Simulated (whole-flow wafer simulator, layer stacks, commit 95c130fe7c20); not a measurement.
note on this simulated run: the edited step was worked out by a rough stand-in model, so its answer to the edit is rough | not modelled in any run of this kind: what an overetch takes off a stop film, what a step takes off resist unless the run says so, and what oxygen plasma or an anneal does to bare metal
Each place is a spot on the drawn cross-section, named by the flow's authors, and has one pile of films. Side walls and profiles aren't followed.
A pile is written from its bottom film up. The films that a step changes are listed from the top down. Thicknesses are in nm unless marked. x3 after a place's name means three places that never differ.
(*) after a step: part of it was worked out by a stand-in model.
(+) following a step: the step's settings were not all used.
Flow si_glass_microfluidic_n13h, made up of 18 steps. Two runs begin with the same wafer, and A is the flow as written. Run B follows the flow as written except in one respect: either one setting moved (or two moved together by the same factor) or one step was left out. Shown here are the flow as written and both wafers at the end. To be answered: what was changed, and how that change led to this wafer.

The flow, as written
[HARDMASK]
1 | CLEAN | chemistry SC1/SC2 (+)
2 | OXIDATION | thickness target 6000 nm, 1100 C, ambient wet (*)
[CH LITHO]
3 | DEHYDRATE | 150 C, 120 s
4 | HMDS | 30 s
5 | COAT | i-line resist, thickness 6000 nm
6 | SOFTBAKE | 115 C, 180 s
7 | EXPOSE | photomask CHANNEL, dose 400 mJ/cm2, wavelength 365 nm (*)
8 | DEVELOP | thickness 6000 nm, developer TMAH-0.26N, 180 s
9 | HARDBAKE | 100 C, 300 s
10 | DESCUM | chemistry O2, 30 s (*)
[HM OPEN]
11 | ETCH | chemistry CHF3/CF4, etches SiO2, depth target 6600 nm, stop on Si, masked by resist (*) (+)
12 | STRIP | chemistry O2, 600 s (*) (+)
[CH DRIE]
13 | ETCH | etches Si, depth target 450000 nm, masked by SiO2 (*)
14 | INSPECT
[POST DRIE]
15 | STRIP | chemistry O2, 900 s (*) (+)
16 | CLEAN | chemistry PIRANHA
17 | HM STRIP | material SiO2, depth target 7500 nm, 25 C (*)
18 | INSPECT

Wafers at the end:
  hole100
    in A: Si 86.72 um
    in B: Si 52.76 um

Cause: step 13, ETCH: depth target 483800 nm was run, though the flow has depth target 450000 nm.

Step by step, how the change led to this:
  13 | ETCH | etches Si, depth target 450000 nm, masked by SiO2 (*)
      land: A SiO2 loses 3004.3 | B SiO2 loses 3230.7
      hole100: A chemical SiO2 loses 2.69 (all of it), Si loses 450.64 um | B chemical SiO2 loses 2.69 (all of it), Si loses 484.6 um
  17 | HM STRIP | material SiO2, depth target 7500 nm, 25 C (*)
      land: A SiO2 loses 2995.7 (all of it) | B SiO2 loses 2769.3 (all of it)
